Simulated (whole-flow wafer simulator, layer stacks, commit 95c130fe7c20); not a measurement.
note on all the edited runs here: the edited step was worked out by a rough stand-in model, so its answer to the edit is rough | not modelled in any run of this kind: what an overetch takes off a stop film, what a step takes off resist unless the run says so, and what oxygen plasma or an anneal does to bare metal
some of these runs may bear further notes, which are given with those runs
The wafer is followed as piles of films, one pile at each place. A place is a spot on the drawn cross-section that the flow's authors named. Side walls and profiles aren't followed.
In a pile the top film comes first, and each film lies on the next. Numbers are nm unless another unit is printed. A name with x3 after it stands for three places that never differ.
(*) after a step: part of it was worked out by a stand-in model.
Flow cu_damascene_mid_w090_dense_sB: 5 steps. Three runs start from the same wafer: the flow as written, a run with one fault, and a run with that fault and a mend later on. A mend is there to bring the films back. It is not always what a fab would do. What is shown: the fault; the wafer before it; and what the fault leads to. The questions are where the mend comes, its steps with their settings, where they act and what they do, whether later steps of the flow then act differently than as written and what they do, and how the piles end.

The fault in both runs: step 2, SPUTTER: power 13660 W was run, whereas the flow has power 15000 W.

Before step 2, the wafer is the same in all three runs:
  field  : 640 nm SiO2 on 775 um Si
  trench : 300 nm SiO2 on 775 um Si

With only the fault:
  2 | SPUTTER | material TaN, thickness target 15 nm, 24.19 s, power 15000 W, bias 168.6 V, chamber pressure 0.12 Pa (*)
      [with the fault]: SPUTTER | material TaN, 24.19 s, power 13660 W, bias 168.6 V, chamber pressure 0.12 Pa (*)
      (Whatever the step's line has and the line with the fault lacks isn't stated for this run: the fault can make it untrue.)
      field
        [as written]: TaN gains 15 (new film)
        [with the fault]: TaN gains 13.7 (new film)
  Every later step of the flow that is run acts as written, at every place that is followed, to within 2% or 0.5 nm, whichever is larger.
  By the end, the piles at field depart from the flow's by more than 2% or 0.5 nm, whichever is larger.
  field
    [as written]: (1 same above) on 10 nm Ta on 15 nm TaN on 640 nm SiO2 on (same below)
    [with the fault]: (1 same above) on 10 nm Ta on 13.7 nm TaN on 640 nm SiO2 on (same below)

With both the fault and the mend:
  The mend follows step 2.
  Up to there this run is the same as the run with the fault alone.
  2a | SPUTTER | material TaN, thickness target 1.342 nm, 2.165 s, power 15000 W, bias 168.6 V, chamber pressure 0.12 Pa (*) (the flow's step 2 again, with other settings)
      field
        TaN gains 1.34
      trench
        TaN gains 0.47
  Every later step of the flow that is run acts as written at every place that is followed.
  When the end is reached, the piles differ only a little from the flow's at the places that both follow, at most by 2% or 0.5 nm, whichever is larger.
